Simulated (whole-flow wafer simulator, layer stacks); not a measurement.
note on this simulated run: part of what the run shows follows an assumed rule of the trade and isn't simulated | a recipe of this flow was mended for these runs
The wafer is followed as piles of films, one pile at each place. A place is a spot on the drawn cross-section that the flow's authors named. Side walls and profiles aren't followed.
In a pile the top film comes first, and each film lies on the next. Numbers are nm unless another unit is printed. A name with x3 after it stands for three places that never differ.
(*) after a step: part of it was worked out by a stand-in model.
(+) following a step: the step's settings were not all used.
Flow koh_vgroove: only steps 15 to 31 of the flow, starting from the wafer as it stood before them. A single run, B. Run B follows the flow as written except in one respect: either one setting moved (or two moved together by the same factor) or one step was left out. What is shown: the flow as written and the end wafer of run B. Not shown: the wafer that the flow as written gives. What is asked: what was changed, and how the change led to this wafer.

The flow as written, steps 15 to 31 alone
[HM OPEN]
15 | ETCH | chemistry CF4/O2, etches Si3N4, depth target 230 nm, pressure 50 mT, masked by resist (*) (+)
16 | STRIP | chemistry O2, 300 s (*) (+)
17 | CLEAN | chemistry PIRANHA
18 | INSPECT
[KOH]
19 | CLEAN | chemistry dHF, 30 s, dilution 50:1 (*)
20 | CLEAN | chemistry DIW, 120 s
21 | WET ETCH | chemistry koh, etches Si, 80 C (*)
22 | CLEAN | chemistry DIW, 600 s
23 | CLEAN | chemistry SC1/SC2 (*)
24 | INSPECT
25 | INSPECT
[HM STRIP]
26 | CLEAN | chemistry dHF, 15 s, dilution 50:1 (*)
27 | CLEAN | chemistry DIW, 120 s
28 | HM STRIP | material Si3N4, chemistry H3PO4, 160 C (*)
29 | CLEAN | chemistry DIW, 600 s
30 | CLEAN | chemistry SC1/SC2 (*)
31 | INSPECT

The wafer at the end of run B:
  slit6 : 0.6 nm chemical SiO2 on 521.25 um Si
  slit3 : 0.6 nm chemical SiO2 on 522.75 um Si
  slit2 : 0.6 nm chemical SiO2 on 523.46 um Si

What caused this: step 15, ETCH: depth target 212 nm was run, whereas the flow has depth target 230 nm.

How this came from the change, step by step:
  15 | ETCH | chemistry CF4/O2, etches Si3N4, depth target 230 nm, pressure 50 mT, masked by resist (*) (+)
      slit3, slit2, slit6, slit20: Si3N4 loses 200 (all of it), chemical SiO2 loses 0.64 (all of it), Si loses 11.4 (as written it would have been: Si3N4 loses 200 (all of it), chemical SiO2 loses 0.64 (all of it), Si loses 29.4)
      field: i-line-resist loses 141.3 (as written it would have been: i-line-resist loses 153.3)
